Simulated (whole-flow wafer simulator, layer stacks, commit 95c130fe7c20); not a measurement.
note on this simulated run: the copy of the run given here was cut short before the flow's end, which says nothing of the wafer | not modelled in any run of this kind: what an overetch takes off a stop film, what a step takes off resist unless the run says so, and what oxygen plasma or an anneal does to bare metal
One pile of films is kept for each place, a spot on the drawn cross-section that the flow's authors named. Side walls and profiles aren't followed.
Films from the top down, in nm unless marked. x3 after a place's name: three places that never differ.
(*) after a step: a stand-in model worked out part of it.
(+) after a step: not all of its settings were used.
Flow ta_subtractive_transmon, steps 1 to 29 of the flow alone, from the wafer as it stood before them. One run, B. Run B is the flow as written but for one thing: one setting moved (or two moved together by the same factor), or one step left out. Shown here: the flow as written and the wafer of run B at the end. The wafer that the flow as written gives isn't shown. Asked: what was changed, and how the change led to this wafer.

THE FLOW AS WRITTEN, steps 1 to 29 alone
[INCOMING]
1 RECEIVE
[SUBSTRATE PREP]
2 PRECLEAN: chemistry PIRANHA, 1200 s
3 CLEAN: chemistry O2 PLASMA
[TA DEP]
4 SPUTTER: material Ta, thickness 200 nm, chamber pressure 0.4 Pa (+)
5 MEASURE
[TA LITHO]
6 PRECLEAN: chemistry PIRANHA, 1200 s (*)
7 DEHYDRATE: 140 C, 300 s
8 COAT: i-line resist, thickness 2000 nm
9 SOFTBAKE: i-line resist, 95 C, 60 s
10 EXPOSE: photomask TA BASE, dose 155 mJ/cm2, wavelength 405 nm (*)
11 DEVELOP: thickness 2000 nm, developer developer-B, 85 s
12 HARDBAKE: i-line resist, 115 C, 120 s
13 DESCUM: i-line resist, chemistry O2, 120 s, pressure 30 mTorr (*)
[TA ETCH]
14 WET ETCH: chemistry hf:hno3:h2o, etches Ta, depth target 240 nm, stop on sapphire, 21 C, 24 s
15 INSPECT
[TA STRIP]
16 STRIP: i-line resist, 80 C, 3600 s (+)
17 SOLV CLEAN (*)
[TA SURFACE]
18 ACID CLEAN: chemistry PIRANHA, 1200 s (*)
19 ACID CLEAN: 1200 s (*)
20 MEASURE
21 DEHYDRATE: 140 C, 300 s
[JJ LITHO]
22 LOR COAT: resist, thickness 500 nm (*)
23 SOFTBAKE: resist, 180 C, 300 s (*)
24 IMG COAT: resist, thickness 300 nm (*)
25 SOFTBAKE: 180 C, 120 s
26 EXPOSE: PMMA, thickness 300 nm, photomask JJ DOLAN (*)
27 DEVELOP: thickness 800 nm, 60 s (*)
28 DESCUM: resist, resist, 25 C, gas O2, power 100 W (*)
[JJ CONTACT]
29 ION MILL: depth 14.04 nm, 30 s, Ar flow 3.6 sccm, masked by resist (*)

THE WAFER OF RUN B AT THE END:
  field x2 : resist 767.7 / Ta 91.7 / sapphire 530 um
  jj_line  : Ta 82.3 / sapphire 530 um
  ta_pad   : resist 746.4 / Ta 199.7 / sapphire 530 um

The cause: step 14, WET ETCH: 10.8 s was run, where the flow has 24 s.

How the change led to this, step by step:
  14 WET ETCH: chemistry hf:hno3:h2o, etches Ta, depth target 240 nm, stop on sapphire, 21 C, 24 s
      field x2, jj_line, lead: Ta -108 (as written it would be: Ta -200 (all of it))
  22 LOR COAT: resist, thickness 500 nm (*)
      lead: resist +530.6 (new film) (as written it would be: resist +554.8 (new film))
      ta_contact: resist +468.3 (new film) (as written it would be: resist +443.8 (new film))
  24 IMG COAT: resist, thickness 300 nm (*)
      ta_contact: resist +293.4 (as written it would be: resist +287.4)
      ta_pad: resist +289.7 (as written it would be: resist +281.3)
  27 DEVELOP: thickness 800 nm, 60 s (*)
      lead: resist -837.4 (all of it) (as written it would be: resist -867.4 (all of it))
      ta_contact: resist -761.7 (all of it) (as written it would be: resist -731.2 (all of it))
  29 ION MILL: depth 14.04 nm, 30 s, Ar flow 3.6 sccm, masked by resist (*)
      jj_line, lead: Ta -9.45 (as written it would be: sapphire -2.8)
Counting metal films that touch as one body, field x2 has 1 body; the flow as written gives 0 bodies.
Counting metal films that touch as one body, jj_line has 1 body; the flow as written gives 0 bodies.
